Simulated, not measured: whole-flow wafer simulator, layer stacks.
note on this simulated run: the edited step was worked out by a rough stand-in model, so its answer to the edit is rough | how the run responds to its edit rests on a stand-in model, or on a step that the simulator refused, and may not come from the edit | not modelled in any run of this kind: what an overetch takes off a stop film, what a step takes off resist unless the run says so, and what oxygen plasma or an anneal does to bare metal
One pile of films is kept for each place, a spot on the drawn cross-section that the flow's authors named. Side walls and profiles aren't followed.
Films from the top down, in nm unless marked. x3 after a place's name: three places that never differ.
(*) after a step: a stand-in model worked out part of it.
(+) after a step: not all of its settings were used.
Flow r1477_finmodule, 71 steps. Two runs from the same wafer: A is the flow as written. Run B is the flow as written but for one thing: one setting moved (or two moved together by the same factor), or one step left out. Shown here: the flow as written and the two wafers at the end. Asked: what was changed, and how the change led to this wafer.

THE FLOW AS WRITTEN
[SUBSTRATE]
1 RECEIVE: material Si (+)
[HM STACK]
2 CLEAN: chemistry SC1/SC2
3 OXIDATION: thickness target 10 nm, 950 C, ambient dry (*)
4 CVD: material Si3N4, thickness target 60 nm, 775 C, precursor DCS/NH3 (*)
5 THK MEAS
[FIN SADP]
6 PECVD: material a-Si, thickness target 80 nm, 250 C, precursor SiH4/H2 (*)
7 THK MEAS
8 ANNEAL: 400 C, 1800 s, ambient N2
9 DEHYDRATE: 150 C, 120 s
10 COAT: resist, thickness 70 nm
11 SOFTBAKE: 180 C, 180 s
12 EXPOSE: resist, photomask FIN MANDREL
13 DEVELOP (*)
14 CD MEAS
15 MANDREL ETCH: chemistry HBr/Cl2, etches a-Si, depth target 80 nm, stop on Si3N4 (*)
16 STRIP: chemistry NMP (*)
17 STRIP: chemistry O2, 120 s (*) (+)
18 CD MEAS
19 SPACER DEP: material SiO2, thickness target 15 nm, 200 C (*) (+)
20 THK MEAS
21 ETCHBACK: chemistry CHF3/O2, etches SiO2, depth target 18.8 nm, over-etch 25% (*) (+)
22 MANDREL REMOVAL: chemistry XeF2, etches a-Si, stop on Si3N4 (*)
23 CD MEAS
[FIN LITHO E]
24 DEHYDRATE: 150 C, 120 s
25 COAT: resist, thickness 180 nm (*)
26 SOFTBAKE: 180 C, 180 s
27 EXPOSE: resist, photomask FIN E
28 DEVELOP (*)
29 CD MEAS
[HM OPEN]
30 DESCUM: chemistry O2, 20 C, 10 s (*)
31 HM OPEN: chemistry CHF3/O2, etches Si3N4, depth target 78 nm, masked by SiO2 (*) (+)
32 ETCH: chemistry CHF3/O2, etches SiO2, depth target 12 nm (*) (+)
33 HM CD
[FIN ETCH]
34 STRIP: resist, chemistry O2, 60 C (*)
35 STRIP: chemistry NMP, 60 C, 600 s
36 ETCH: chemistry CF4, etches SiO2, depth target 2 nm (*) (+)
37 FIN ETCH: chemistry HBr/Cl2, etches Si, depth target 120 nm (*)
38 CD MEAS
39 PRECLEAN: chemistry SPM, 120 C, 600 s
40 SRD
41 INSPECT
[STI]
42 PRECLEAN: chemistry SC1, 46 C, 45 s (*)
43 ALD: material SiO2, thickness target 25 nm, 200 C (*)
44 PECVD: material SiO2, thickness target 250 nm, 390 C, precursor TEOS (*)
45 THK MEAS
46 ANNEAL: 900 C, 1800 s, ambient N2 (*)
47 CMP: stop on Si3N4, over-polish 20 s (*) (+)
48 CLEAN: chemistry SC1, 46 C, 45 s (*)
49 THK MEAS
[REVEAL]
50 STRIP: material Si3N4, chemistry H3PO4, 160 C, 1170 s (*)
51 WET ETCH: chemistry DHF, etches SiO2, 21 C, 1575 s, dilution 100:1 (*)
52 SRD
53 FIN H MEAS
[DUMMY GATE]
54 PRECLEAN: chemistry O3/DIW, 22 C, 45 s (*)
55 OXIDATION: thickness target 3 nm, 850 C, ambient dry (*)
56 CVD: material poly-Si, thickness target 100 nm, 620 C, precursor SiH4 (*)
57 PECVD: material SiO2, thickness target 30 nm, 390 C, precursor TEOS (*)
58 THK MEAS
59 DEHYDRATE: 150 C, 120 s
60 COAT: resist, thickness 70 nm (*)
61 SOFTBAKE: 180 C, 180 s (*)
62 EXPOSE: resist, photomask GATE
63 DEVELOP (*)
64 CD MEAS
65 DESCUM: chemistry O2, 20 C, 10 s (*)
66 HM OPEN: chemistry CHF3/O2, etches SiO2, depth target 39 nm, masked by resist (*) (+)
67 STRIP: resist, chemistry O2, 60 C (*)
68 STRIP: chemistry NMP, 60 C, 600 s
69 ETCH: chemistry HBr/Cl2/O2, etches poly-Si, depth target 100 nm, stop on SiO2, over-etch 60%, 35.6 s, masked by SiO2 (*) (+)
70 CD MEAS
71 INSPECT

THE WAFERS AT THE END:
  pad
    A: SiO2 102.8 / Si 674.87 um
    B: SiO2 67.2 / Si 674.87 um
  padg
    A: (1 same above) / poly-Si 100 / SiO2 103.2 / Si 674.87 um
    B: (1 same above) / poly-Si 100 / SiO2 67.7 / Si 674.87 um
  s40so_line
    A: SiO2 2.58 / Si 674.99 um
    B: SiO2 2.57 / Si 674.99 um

The cause: step 44, PECVD: thickness target 137.5 nm was run, where the flow has thickness target 250 nm.

How the change led to this, step by step:
  44 PECVD: material SiO2, thickness target 250 nm, 390 C, precursor TEOS (*)
      pad, padg, elg and 33 more: A SiO2 +250 | B SiO2 +137.5
  46 ANNEAL: 900 C, 1800 s, ambient N2 (*)
      pad, padg, elg and 33 more: A SiO2 -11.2 | B SiO2 -6.19
  47 CMP: stop on Si3N4, over-polish 20 s (*) (+)
      pad, padg, e40sg and 11 more: A SiO2 -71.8 | B nothing
      eso: A SiO2 -72.4 | B nothing
      (and at 21 more places)
  60 COAT: resist, thickness 70 nm (*)
      e40lg, e100lg, e200lg, elo, e40lo, e100lo, e200lo: A resist +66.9 (new film) | B resist +65.1 (new film)
      e40sg, e40so: A resist +129.5 (new film) | B resist +163.3 (new film)
      (and at 17 more places)
  63 DEVELOP (*)
      elo, e40lo, e100lo, e200lo: A resist -66.9 (all of it) | B resist -65.1 (all of it)
      eso: A resist -129.5 (all of it) | B resist -162.7 (all of it)
      (and at 9 more places)
  67 STRIP: resist, chemistry O2, 60 C (*)
      e40lg, e100lg, e200lg: A resist -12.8 (all of it) | B resist -11 (all of it)
      e40sg: A resist -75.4 (all of it) | B resist -109.2 (all of it)
      (and at 11 more places)
